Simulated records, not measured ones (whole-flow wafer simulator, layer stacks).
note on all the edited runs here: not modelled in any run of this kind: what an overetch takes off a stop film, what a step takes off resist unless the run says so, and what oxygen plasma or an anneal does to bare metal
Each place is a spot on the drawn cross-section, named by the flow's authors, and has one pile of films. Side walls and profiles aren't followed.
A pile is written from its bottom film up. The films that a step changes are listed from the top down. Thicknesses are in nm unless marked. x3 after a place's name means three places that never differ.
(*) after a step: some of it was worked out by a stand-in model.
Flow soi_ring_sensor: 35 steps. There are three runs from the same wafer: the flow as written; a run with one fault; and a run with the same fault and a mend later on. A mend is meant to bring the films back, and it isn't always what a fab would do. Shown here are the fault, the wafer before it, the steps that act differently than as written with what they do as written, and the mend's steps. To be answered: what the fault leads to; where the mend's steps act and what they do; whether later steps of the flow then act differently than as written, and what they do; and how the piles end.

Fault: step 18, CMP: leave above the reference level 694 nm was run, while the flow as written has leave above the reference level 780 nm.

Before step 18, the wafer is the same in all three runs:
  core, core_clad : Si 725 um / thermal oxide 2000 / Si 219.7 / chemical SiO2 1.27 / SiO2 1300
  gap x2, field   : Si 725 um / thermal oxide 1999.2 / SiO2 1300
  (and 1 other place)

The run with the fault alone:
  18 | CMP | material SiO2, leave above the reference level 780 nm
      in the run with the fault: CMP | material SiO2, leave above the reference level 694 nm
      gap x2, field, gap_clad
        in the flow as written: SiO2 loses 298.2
        in the run with the fault: SiO2 loses 384.2
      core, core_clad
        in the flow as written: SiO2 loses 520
        in the run with the fault: SiO2 loses 606
  Steps further on in the flow that do not act as written:
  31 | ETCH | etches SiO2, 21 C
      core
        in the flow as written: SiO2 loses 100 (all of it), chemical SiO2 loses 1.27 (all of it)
        in the run with the fault: SiO2 loses 14 (all of it), chemical SiO2 loses 1.27 (all of it)
  The piles end different from the flow's at field, core_clad by more than 2% or 0.5 nm, whichever is larger.
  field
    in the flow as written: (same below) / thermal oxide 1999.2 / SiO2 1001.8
    in the run with the fault: (same below) / thermal oxide 1999.2 / SiO2 915.8
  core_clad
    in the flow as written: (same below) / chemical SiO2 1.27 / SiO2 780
    in the run with the fault: (same below) / chemical SiO2 1.27 / SiO2 694

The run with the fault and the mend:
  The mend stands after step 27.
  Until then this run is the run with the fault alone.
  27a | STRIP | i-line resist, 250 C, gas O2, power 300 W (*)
      field, core_clad, gap_clad
        i-line resist loses 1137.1 (all of it)
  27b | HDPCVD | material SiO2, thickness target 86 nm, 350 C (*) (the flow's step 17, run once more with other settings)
      core, gap x2, field, core_clad, gap_clad
        SiO2 gains 86
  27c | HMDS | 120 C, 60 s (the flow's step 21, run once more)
      alters no film at any place that is followed
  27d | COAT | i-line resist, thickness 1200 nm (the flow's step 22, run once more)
      core, gap x2, field, core_clad, gap_clad
        i-line resist gains 1200 (new film)
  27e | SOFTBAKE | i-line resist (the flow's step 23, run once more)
      alters no film at any place that is followed
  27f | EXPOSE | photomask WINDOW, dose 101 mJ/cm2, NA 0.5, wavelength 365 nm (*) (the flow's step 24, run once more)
      alters no film at any place that is followed
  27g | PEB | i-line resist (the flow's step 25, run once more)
      core, gap x2, field, core_clad, gap_clad
        i-line resist loses 62.8
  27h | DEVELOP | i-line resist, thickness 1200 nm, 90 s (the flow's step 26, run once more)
      core, gap x2
        i-line resist loses 1137.2 (all of it)
      field, core_clad, gap_clad
        i-line resist loses 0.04
  None of the later steps of the flow acts differently than as written at any place that is followed.
  At every place that both follow, the piles at the end match the flow's.
